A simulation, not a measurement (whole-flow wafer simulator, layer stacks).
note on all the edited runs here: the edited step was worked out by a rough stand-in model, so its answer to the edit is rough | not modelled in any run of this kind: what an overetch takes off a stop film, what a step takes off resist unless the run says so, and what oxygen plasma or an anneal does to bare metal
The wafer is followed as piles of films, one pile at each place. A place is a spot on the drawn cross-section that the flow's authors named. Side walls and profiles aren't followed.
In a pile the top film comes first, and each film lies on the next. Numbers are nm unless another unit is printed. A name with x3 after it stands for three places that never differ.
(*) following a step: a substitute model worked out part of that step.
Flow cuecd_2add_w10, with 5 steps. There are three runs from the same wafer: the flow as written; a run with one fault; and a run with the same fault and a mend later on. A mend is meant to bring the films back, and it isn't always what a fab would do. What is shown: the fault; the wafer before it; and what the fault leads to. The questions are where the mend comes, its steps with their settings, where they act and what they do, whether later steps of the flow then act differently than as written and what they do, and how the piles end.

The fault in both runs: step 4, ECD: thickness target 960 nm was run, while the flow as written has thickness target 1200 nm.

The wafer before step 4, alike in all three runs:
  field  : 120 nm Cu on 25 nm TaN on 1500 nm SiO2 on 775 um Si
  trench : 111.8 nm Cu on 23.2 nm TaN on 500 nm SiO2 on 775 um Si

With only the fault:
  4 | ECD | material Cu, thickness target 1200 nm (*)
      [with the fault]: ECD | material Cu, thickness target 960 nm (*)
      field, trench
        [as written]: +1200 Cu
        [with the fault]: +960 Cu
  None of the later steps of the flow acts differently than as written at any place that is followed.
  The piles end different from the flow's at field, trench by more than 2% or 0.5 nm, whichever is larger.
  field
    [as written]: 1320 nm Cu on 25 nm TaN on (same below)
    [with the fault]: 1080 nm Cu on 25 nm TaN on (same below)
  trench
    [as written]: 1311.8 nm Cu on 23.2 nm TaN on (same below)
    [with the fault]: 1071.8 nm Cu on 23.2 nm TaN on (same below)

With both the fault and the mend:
  The mend stands after step 5.
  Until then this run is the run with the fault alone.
  5a | ECD | material Cu, thickness target 240 nm (*) (the flow's step 4 again, with other settings)
      field, trench
        +240 Cu
  None of the later steps of the flow acts differently than as written at any place that is followed.
  By the end, the piles equal the flow's at every place that both follow.
